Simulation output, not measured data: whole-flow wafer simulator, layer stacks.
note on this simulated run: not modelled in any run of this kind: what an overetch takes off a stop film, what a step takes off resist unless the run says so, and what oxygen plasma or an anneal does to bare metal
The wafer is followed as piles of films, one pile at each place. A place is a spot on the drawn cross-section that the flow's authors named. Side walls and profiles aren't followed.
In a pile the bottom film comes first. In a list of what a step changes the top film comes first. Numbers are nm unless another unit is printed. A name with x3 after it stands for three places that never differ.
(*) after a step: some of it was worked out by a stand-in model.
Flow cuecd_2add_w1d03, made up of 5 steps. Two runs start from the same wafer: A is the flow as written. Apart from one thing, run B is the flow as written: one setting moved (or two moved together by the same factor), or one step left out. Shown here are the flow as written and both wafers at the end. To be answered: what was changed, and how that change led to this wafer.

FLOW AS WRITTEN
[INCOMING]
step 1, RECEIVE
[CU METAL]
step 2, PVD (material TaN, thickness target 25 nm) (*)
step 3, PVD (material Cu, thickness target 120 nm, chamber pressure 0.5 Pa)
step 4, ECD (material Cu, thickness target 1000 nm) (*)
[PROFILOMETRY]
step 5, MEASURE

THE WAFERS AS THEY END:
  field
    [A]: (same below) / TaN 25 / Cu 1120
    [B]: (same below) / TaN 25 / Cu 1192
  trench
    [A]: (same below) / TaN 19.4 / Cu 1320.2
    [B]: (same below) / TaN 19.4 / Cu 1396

Cause: step 3, PVD: thickness target 192 nm was run, while the flow as written has thickness target 120 nm.

The path from the change to this, step by step:
  step 3, PVD (material Cu, thickness target 120 nm, chamber pressure 0.5 Pa)
      field: A +120 Cu (new film) | B +192 Cu (new film)
      trench: A +93.4 Cu (new film) | B +149.3 Cu (new film)
